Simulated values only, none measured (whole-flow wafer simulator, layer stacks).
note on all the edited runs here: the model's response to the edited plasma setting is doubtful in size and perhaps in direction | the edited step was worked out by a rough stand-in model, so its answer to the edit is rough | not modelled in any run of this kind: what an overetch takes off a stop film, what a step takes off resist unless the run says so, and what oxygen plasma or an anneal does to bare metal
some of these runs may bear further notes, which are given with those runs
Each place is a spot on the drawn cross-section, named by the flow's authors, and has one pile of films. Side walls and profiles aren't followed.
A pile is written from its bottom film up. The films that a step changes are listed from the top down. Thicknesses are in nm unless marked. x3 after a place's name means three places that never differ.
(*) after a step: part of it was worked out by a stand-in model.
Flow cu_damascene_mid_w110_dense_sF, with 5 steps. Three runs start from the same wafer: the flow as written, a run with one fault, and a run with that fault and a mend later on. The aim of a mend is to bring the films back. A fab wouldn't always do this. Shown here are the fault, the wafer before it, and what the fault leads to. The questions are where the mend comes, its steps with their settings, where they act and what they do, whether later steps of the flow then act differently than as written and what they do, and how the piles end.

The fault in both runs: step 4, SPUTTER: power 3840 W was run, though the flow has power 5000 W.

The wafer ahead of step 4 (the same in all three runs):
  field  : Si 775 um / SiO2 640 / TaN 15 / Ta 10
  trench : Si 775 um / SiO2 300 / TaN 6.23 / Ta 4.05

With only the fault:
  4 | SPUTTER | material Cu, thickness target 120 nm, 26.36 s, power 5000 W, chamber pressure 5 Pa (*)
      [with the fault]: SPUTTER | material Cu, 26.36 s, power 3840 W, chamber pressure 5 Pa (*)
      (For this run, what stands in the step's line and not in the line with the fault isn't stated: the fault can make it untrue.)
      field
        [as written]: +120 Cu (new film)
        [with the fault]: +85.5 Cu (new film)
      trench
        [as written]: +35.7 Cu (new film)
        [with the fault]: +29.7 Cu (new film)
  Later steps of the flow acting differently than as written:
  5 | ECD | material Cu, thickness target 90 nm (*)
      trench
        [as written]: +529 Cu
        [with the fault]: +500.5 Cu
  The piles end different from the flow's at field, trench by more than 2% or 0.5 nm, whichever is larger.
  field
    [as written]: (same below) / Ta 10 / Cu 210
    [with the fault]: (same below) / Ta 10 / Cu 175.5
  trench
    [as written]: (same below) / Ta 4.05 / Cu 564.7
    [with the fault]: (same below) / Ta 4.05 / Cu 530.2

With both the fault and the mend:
  The mend follows step 4.
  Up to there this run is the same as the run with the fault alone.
  4a | SPUTTER | material Cu, 8.455 s, power 5000 W, chamber pressure 5 Pa (*) (the flow's step 4, run once more with other settings)
      field
        +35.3 Cu
      trench
        +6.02 Cu
  Later steps of the flow that are run all act as written at every place that is followed, up to a difference of at most 2% or 0.5 nm, whichever is larger.
  The piles end only slightly different from the flow's at the places that both follow, by no more than 2% or 0.5 nm, whichever is larger.
